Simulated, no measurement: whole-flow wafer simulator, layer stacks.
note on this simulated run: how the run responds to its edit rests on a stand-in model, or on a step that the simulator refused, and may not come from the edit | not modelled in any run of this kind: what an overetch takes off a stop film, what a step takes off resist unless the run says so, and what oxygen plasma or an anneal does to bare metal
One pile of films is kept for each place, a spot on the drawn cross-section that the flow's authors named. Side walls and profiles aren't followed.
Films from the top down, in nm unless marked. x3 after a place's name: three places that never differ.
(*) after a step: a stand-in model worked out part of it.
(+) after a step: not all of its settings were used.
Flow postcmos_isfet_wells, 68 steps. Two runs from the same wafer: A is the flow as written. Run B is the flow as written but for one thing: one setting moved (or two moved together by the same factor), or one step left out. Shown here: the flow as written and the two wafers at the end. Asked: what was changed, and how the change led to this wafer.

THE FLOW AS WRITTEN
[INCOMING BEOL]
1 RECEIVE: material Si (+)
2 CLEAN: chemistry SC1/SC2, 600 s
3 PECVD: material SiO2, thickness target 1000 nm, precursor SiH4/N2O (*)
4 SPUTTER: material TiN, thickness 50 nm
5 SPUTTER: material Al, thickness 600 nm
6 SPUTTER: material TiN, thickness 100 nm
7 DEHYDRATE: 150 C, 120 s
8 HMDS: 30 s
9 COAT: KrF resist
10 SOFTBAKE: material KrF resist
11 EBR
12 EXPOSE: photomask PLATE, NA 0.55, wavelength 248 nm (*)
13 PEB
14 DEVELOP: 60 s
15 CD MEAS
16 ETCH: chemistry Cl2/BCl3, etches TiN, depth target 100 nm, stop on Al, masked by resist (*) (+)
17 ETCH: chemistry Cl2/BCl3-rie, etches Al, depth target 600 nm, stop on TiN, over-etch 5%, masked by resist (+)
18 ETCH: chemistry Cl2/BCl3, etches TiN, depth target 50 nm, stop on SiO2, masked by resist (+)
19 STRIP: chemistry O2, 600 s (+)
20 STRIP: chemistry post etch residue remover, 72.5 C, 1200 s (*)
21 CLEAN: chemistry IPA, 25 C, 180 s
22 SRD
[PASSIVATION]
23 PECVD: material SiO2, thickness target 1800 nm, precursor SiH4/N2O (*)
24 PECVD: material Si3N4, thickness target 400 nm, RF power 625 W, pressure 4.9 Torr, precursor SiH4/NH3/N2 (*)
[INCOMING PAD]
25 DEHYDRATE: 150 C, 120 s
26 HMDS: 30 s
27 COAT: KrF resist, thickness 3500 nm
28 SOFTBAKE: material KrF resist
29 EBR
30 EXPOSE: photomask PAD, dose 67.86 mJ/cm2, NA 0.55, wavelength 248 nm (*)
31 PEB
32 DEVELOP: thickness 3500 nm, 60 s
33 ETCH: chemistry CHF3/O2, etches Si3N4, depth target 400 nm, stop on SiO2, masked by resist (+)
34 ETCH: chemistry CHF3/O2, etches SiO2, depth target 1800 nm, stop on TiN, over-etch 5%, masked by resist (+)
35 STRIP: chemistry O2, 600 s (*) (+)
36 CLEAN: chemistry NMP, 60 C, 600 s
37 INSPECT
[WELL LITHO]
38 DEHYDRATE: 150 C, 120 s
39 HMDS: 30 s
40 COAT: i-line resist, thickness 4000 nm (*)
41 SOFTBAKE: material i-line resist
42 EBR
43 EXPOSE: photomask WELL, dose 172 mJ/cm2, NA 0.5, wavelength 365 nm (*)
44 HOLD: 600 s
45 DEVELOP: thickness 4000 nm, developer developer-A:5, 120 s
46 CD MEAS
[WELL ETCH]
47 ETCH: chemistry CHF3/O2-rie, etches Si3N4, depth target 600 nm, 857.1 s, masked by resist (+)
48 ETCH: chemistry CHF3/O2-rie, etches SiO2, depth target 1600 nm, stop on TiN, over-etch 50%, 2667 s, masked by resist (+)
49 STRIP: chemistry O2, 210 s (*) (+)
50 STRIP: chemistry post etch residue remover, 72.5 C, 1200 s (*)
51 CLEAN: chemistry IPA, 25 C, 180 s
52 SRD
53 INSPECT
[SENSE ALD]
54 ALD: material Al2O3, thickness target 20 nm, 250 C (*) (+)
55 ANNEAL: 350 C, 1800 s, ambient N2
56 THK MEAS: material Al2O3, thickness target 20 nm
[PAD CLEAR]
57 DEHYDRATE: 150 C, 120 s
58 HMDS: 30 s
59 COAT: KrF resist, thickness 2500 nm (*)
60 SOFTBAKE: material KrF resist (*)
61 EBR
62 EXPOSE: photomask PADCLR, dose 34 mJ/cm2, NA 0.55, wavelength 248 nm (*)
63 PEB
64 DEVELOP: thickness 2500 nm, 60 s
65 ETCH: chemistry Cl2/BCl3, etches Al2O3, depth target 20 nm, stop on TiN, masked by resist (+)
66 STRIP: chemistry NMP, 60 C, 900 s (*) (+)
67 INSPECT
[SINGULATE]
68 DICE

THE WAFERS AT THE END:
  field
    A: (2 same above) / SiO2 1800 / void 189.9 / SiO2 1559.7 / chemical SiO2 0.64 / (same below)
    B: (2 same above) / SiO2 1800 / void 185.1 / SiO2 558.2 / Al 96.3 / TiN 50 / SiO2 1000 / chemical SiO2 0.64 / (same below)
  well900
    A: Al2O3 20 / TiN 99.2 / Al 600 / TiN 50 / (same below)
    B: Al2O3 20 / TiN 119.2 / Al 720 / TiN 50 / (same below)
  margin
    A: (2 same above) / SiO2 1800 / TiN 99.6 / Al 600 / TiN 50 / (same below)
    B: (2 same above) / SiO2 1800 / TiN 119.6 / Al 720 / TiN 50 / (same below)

The cause: step 5, SPUTTER: thickness 720 nm was run, where the flow has thickness 600 nm; step 6, SPUTTER: thickness 120 nm was run, where the flow has thickness 100 nm.
It can be read off the wafer: well900 has Al 720, and step 5 as written asks for 600 nm.

How the change led to this, step by step:
  5 SPUTTER: material Al, thickness 600 nm
      field, margin, well900 and 6 more: A Al +600 (new film) | B Al +720 (new film)
  6 SPUTTER: material TiN, thickness 100 nm
      field, margin, well900 and 6 more: A TiN +100 (new film) | B TiN +120 (new film)
  16 ETCH: chemistry Cl2/BCl3, etches TiN, depth target 100 nm, stop on Al, masked by resist (*) (+)
      field: A TiN -100 (all of it) | B TiN -100
  17 ETCH: chemistry Cl2/BCl3-rie, etches Al, depth target 600 nm, stop on TiN, over-etch 5%, masked by resist (+)
      field: A Al -600 (all of it) | B TiN -20 (all of it), Al -568
  18 ETCH: chemistry Cl2/BCl3, etches TiN, depth target 50 nm, stop on SiO2, masked by resist (+)
      field: A TiN -50 (all of it) | B Al -50
  20 STRIP: chemistry post etch residue remover, 72.5 C, 1200 s (*)
      field: A nothing | B Al -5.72
  23 PECVD: material SiO2, thickness target 1800 nm, precursor SiH4/N2O (*)
      field: A SiO2 +1800 (new film), void +189.9 (new film), SiO2 +559.7 | B SiO2 +1800 (new film), void +185.1 (new film), SiO2 +558.2 (new film)
Counting metal films that touch as one body, field has 1 body; the flow as written gives 0 bodies.
